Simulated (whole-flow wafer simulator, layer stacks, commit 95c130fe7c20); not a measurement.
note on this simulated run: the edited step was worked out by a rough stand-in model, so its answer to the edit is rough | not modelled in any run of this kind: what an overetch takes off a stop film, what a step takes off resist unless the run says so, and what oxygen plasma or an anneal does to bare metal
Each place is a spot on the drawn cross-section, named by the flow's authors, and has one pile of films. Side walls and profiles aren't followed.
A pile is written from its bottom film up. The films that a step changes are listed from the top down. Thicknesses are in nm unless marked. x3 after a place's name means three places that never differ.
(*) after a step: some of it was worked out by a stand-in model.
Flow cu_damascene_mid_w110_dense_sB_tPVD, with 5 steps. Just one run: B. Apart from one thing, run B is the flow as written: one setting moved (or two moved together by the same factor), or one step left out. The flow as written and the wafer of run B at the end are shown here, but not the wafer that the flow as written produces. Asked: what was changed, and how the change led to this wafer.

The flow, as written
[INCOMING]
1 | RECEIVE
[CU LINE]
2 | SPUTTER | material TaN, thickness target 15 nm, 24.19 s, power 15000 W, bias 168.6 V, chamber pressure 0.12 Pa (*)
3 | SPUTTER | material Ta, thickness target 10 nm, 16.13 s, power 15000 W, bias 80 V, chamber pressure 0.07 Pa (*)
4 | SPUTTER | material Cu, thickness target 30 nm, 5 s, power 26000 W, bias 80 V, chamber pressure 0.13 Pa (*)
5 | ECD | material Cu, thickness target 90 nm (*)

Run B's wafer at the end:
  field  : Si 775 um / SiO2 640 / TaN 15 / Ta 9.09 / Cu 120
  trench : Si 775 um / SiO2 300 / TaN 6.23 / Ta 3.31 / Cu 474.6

The reason: step 3, SPUTTER: bias 109 V was run, whereas the flow has bias 80 V.

The path from the change to this, step by step:
  3 | SPUTTER | material Ta, thickness target 10 nm, 16.13 s, power 15000 W, bias 80 V, chamber pressure 0.07 Pa (*)
      field: Ta gains 9.09 (new film) (as written it would have been: Ta gains 10 (new film))
      trench: Ta gains 3.31 (new film) (as written it would have been: Ta gains 4.05 (new film))
